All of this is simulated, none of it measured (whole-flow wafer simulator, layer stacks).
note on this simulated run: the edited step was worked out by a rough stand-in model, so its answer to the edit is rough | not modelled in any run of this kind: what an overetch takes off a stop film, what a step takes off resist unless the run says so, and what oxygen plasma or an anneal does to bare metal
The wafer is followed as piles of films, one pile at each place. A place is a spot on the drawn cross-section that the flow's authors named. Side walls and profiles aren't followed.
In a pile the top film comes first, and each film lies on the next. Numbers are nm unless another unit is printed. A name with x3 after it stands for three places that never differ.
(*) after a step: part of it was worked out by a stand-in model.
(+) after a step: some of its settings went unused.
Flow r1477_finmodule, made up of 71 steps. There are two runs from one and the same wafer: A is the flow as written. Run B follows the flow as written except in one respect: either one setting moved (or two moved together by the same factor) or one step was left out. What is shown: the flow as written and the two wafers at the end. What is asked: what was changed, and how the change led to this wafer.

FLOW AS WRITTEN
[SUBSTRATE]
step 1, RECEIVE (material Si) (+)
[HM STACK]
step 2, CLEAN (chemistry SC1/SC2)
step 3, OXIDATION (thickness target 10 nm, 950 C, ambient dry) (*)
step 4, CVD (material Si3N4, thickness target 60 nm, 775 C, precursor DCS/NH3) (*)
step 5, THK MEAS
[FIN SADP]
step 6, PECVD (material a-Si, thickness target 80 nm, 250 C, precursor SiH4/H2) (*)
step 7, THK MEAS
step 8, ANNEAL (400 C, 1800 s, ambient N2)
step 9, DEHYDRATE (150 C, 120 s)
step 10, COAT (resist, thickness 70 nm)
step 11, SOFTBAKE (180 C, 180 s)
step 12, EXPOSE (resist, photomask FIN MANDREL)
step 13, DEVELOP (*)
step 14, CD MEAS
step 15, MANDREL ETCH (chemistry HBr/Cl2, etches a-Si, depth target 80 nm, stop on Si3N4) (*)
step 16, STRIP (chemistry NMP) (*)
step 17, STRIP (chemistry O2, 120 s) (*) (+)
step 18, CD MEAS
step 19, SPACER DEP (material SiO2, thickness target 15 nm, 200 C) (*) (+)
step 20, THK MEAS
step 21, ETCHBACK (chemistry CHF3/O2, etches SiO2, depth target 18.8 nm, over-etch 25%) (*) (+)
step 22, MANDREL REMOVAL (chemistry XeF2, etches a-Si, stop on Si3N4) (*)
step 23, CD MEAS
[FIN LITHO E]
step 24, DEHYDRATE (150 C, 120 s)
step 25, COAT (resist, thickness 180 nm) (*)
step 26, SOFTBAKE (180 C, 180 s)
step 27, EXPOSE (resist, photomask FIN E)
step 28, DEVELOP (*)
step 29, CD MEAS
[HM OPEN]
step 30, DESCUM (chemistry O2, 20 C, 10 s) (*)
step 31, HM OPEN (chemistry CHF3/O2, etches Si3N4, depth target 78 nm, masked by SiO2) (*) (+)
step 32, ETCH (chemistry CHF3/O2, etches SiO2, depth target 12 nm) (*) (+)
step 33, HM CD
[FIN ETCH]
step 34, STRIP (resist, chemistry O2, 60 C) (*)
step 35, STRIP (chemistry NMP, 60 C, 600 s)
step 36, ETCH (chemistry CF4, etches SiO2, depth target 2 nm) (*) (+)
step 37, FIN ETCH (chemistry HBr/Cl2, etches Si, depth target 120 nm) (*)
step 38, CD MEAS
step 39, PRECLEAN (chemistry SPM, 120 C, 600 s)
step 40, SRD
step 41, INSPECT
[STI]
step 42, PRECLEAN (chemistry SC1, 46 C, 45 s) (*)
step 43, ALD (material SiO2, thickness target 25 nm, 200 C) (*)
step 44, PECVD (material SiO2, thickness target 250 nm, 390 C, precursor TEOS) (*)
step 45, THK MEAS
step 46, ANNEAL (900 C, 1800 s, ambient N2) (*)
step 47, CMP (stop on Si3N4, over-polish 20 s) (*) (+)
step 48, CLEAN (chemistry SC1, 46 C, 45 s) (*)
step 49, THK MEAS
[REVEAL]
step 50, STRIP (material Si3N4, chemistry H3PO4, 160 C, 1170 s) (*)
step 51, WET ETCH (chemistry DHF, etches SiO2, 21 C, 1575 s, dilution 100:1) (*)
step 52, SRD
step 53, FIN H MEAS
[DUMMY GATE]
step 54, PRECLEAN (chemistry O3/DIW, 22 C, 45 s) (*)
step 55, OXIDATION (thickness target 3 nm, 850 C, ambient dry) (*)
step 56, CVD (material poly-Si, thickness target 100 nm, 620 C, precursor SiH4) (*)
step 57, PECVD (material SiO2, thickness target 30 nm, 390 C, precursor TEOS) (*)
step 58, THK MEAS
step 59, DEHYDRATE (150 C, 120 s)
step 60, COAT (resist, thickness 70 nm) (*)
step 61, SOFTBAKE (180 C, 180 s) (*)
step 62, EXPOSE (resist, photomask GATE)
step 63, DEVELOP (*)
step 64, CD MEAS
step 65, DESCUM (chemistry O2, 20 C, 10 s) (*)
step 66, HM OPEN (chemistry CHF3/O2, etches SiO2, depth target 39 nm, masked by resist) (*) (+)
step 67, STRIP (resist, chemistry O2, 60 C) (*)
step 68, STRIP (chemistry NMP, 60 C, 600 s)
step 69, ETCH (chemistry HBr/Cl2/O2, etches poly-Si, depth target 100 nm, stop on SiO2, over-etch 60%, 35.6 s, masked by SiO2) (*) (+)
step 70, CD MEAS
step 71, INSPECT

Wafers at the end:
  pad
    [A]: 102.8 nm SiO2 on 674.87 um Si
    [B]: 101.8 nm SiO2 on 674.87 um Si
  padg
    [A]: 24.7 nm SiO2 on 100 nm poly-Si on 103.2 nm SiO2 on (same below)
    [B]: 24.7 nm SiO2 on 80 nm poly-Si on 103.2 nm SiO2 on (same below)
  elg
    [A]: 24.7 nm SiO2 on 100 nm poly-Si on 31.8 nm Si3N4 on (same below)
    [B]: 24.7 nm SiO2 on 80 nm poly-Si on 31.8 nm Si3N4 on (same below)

What caused this: step 56, CVD: thickness target 80 nm was run, whereas the flow has thickness target 100 nm.
One can read it off the wafer: padg has poly-Si 80, and step 56 as written asks for 100 nm.

The path from the change to this, step by step:
  step 56, CVD (material poly-Si, thickness target 100 nm, 620 C, precursor SiH4) (*)
      pad, padg, elg and 26 more: A poly-Si gains 100 (new film) | B poly-Si gains 80 (new film)
      s40cg, s40co: A poly-Si gains 113.9 (new film) | B poly-Si gains 93.4 (new film)
      (also at 5 further places)
  step 67, STRIP (resist, chemistry O2, 60 C) (*)
      s45cg: A resist loses 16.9 (all of it) | B resist loses 17.5 (all of it)
      s50cg: A resist loses 17.4 (all of it) | B resist loses 18.1 (all of it)
  step 69, ETCH (chemistry HBr/Cl2/O2, etches poly-Si, depth target 100 nm, stop on SiO2, over-etch 60%, 35.6 s, masked by SiO2) (*) (+)
      pad, eso, e40so and 8 more: A chemical SiO2 loses 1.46 (all of it), poly-Si loses 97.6 (all of it), SiO2 loses 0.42 | B chemical SiO2 loses 1.46 (all of it), poly-Si loses 77.6 (all of it), SiO2 loses 1.42
      elo, e40lo, e100lo, e200lo: A chemical SiO2 loses 1.46 (all of it), poly-Si loses 97.6 (all of it), Si3N4 loses 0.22 | B chemical SiO2 loses 1.46 (all of it), poly-Si loses 77.6 (all of it), Si3N4 loses 2.04
      (also at 3 further places)
